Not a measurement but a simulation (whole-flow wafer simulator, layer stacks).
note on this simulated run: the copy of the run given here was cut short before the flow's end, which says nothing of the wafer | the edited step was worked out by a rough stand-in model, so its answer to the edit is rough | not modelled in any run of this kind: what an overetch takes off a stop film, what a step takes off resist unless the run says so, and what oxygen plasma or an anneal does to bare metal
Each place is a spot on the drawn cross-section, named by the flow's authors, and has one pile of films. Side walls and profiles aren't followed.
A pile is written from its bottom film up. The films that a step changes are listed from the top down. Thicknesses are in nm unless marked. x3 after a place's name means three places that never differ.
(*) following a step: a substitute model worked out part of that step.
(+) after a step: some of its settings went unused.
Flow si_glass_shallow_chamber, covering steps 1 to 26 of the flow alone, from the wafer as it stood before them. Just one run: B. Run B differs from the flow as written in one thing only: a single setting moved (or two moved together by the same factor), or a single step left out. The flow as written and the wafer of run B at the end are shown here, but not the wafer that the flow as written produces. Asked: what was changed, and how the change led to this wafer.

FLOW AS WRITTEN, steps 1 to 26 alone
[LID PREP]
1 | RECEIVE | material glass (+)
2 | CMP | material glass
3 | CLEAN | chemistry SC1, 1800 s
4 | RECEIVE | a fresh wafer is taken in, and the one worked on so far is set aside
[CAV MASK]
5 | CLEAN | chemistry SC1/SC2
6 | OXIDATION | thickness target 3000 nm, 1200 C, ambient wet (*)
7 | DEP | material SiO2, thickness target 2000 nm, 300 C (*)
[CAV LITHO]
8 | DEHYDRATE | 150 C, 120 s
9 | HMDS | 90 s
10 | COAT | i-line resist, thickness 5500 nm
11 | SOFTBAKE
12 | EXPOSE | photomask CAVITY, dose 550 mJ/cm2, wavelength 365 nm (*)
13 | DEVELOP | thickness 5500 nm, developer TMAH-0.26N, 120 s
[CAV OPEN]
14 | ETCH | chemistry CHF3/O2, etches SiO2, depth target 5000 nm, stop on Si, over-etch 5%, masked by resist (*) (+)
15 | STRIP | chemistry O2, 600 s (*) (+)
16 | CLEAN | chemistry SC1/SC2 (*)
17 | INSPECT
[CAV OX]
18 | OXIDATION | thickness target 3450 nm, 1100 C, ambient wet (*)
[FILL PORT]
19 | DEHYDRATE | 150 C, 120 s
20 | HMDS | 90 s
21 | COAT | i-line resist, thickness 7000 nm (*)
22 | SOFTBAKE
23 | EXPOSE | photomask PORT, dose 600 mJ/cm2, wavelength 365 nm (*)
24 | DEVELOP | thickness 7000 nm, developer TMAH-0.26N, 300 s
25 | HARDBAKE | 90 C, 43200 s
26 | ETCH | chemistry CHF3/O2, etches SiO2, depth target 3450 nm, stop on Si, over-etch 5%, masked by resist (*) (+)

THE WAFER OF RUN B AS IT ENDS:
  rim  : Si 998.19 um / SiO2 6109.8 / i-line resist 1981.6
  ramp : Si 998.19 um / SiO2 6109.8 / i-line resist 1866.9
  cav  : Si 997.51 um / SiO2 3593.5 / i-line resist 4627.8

Cause: step 14, ETCH: depth target 3875 nm was run, though the flow has depth target 5000 nm.

How this came from the change, step by step:
  14 | ETCH | chemistry CHF3/O2, etches SiO2, depth target 5000 nm, stop on Si, over-etch 5%, masked by resist (*) (+)
      cav, port: SiO2 loses 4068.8 (in the flow as written it would be: SiO2 loses 5000 (all of it), Si loses 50)
      rim, ramp, septum, ring: i-line resist loses 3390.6 (in the flow as written it would be: i-line resist loses 4375)
  15 | STRIP | chemistry O2, 600 s (*) (+)
      cav, port: nothing (in the flow as written it would be: chemical SiO2 gains 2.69 (new film), Si loses 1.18)
      rim, ramp, septum, ring: i-line resist loses 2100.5 (all of it) (in the flow as written it would be: i-line resist loses 1116.2 (all of it))
  18 | OXIDATION | thickness target 3450 nm, 1100 C, ambient wet (*)
      cav, port: SiO2 gains 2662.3, Si loses 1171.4 (in the flow as written it would be: SiO2 gains 3450 (new film), chemical SiO2 loses 2.69 (all of it), Si loses 1516.8)
  21 | COAT | i-line resist, thickness 7000 nm (*)
      rim: i-line resist gains 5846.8 (new film) (in the flow as written it would be: i-line resist gains 5660.1 (new film))
      ramp: i-line resist gains 5346.8 (new film) (in the flow as written it would be: i-line resist gains 5087.8 (new film))
  22 | SOFTBAKE
      rim: i-line resist loses 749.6 (in the flow as written it would be: i-line resist loses 849)
      ramp: i-line resist loses 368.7 (in the flow as written it would be: i-line resist loses 434.5)
      (also at 4 further places)
  25 | HARDBAKE | 90 C, 43200 s
      rim: i-line resist loses 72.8 (in the flow as written it would be: i-line resist loses 62.5)
      ramp: i-line resist loses 68.4 (in the flow as written it would be: i-line resist loses 57.1)
      (also at 1 further place)
  26 | ETCH | chemistry CHF3/O2, etches SiO2, depth target 3450 nm, stop on Si, over-etch 5%, masked by resist (*) (+)
      port: SiO2 loses 3593.5 (all of it), Si loses 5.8 (in the flow as written it would be: SiO2 loses 3450 (all of it), Si loses 34.5)
